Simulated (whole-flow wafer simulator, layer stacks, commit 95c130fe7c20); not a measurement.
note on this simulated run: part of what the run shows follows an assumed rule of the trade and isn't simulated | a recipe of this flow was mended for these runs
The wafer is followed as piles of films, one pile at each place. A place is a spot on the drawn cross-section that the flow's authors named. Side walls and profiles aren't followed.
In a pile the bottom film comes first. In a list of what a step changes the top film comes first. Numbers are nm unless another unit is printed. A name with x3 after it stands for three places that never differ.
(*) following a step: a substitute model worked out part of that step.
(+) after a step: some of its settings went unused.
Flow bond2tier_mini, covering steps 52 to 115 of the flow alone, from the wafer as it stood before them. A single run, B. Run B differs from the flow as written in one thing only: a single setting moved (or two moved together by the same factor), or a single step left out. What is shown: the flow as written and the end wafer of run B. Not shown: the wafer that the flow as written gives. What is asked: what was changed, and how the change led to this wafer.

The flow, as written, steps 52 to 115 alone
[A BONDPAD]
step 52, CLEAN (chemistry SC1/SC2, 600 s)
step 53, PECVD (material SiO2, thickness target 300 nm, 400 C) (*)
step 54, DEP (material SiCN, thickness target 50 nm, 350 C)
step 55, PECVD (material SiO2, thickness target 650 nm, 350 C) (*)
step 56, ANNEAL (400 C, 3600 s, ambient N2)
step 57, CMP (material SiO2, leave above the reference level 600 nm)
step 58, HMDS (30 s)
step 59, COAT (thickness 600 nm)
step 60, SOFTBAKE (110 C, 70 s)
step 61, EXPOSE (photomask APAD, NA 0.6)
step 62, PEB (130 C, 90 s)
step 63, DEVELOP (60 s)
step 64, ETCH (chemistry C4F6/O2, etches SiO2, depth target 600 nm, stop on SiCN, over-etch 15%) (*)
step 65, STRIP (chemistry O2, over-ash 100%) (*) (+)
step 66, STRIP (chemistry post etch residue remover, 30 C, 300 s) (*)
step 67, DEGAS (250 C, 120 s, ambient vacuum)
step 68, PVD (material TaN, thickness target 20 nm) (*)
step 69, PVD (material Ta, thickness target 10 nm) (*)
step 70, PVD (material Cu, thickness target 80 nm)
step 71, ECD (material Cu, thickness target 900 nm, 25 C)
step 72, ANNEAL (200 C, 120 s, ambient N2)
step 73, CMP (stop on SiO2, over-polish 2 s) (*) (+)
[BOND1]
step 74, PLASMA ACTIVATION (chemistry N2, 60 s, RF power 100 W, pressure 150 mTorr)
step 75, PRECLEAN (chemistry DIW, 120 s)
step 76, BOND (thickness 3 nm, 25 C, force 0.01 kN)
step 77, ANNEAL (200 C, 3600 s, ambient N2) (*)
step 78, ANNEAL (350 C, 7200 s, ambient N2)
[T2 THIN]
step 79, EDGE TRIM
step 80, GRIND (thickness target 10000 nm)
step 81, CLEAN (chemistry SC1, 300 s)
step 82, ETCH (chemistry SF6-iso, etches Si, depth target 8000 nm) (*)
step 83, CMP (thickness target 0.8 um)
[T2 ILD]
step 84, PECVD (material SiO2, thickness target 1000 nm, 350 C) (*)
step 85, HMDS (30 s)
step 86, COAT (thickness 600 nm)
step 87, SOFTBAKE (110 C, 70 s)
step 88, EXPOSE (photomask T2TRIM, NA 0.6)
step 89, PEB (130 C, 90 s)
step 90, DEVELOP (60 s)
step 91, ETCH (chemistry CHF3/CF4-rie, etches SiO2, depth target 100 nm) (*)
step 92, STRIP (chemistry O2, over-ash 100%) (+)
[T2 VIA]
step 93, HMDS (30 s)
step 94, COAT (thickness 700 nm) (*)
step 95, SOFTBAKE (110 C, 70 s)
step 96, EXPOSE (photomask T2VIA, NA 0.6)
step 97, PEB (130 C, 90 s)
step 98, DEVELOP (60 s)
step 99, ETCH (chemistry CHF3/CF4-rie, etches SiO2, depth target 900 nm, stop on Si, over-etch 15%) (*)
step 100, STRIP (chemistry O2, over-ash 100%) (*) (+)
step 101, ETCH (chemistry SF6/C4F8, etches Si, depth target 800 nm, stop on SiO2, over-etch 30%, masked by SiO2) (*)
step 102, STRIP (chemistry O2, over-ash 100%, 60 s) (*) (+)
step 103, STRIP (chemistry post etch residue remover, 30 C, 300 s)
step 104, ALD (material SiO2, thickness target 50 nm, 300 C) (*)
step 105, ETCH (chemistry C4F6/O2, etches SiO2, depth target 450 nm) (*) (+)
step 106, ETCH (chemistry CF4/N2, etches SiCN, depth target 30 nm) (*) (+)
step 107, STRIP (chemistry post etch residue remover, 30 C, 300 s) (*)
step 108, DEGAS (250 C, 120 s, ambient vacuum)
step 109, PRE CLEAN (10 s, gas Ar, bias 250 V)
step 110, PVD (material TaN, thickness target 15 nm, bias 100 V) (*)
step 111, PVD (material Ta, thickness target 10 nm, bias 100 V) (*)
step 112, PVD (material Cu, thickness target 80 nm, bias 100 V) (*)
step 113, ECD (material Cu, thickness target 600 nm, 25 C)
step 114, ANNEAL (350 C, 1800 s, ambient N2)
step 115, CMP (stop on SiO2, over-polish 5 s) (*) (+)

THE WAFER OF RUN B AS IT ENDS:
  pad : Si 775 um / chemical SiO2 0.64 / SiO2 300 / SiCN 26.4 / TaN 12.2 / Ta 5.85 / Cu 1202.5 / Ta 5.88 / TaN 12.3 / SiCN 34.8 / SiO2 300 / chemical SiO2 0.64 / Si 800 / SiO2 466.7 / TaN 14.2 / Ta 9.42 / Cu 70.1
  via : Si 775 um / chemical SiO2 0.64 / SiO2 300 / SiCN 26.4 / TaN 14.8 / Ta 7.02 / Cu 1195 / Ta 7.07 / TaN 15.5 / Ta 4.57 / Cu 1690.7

What caused this: step 64, ETCH: depth target 643.2 nm was run, whereas the flow has depth target 600 nm.

How this came from the change, step by step:
  step 64, ETCH (chemistry C4F6/O2, etches SiO2, depth target 600 nm, stop on SiCN, over-etch 15%) (*)
      pad, via: -600 SiO2 (all of it), -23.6 SiCN (in the flow as written it would be: -600 SiO2 (all of it), -15.2 SiCN)
      field: -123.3 thick-KrF-resist (in the flow as written it would be: -115 thick-KrF-resist)
